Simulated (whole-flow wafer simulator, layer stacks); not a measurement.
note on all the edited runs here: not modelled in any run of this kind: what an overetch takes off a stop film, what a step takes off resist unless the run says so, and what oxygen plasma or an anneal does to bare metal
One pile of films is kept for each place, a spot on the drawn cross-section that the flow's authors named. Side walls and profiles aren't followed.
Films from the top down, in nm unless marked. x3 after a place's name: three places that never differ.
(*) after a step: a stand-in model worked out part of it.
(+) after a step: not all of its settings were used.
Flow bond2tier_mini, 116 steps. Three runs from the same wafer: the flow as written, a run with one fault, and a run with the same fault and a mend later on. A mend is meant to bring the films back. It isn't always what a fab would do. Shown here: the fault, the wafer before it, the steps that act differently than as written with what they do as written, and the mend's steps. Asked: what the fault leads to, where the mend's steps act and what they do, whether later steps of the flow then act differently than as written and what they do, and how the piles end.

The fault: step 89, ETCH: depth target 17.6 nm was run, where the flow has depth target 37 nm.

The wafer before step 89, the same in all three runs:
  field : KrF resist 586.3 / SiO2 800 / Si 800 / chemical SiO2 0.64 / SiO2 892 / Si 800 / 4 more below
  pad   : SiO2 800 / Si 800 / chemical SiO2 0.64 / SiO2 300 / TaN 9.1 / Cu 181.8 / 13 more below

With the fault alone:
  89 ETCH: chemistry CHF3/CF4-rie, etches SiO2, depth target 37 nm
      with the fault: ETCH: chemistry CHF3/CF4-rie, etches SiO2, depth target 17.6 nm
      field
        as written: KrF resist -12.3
        with the fault: KrF resist -5.87
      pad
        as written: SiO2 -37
        with the fault: SiO2 -17.6
  Later steps of the flow that act differently than as written (4 more steps differ only slightly, by at most 2% or 0.5 nm, whichever is larger, and aren't shown):
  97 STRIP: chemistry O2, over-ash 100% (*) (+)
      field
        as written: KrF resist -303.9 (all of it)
        with the fault: KrF resist -312.1 (all of it)
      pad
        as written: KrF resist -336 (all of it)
        with the fault: KrF resist -327.4 (all of it)
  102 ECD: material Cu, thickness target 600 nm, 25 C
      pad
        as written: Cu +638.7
        with the fault: Cu +618.4
  At the end the piles differ from the flow's by more than 2% or 0.5 nm, whichever is larger, at pad.
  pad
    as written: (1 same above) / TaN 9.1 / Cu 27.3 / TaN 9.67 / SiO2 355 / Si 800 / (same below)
    with the fault: (1 same above) / TaN 9.1 / Cu 7.75 / TaN 9.85 / SiO2 374.4 / Si 800 / (same below)

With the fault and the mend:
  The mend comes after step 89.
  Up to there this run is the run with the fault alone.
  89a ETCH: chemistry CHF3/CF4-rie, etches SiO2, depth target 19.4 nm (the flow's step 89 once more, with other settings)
      field
        KrF resist -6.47
      pad
        SiO2 -19.4
  No later step of the flow acts differently than as written at any place that is followed.
  At the end the piles are the same as the flow's at every place that both follow.
